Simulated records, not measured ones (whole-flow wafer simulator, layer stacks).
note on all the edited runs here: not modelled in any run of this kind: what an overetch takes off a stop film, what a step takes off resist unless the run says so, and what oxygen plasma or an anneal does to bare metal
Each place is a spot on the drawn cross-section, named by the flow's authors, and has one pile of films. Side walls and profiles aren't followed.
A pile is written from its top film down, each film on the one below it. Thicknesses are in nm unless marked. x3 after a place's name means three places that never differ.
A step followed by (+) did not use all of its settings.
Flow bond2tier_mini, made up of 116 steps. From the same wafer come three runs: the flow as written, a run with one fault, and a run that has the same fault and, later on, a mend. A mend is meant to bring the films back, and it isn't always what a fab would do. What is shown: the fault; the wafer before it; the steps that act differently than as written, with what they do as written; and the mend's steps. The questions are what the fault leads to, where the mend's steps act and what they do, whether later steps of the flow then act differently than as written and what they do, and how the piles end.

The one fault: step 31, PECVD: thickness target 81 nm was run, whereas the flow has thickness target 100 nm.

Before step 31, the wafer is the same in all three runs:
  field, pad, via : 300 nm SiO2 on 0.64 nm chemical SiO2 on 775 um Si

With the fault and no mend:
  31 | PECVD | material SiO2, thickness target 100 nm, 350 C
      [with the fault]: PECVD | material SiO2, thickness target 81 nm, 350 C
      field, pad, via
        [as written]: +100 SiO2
        [with the fault]: +81 SiO2
  Later steps of the flow that are run all act as written at every place that is followed.
  The piles end different from the flow's at field, pad by more than 2% or 0.5 nm, whichever is larger.
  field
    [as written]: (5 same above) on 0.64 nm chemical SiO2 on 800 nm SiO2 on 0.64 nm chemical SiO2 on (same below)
    [with the fault]: (5 same above) on 0.64 nm chemical SiO2 on 781 nm SiO2 on 0.64 nm chemical SiO2 on (same below)
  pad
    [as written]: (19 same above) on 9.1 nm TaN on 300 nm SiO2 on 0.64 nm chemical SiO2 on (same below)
    [with the fault]: (19 same above) on 9.1 nm TaN on 281 nm SiO2 on 0.64 nm chemical SiO2 on (same below)

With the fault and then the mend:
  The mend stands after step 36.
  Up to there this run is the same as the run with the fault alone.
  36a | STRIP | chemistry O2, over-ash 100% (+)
      field
        -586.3 KrF resist (all of it)
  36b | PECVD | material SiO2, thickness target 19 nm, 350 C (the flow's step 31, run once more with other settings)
      field, pad, via
        +19 SiO2
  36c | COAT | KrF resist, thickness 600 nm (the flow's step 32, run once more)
      field, pad, via
        +600 KrF resist (new film)
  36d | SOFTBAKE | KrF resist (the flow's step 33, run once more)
      alters no film at any place that is followed
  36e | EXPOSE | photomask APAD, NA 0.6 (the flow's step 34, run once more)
      alters no film at any place that is followed
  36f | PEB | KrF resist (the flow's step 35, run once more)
      alters no film at any place that is followed
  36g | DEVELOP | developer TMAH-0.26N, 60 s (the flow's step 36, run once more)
      pad, via
        -600 KrF resist (all of it)
      field
        -13.7 KrF resist
  Later steps of the flow that are run all act as written at every place that is followed.
  At every place that both follow, the piles at the end match the flow's.
